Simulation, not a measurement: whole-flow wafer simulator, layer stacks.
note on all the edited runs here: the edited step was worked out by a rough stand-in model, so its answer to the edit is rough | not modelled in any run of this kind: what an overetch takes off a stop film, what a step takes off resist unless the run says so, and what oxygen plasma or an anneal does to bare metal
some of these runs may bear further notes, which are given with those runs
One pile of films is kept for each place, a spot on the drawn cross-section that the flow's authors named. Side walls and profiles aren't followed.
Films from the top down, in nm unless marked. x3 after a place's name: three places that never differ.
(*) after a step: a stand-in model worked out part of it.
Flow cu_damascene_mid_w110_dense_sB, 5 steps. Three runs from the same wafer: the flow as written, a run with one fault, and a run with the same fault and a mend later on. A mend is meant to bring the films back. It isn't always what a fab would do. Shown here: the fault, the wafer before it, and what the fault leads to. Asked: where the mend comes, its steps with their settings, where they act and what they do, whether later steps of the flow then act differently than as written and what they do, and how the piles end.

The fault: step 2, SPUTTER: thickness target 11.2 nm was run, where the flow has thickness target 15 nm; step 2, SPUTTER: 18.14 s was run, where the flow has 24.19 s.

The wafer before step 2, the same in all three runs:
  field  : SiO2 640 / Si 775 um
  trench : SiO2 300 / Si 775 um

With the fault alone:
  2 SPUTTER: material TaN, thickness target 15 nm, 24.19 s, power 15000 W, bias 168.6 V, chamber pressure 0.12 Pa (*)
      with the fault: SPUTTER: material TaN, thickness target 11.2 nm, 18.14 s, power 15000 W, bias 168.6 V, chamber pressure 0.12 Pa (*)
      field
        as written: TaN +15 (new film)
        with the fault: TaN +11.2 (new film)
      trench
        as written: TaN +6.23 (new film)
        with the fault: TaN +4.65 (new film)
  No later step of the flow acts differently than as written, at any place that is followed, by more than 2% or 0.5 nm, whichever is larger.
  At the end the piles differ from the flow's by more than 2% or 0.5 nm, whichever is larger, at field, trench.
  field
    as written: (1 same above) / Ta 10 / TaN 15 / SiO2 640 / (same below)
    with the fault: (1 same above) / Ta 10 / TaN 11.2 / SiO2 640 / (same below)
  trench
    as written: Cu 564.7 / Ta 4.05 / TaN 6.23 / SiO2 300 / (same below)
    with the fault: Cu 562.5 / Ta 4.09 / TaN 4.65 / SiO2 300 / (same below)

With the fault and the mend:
  The mend comes after step 2.
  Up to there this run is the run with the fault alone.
  2a SPUTTER: material TaN, thickness target 3.8 nm, 6.128 s, power 15000 W, bias 168.6 V, chamber pressure 0.12 Pa (*) (the flow's step 2 once more, with other settings)
      field
        TaN +3.8
      trench
        TaN +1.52
  No later step of the flow acts differently than as written, at any place that is followed, by more than 2% or 0.5 nm, whichever is larger.
  At the end the piles differ from the flow's only slightly at the places that both follow, by at most 2% or 0.5 nm, whichever is larger.
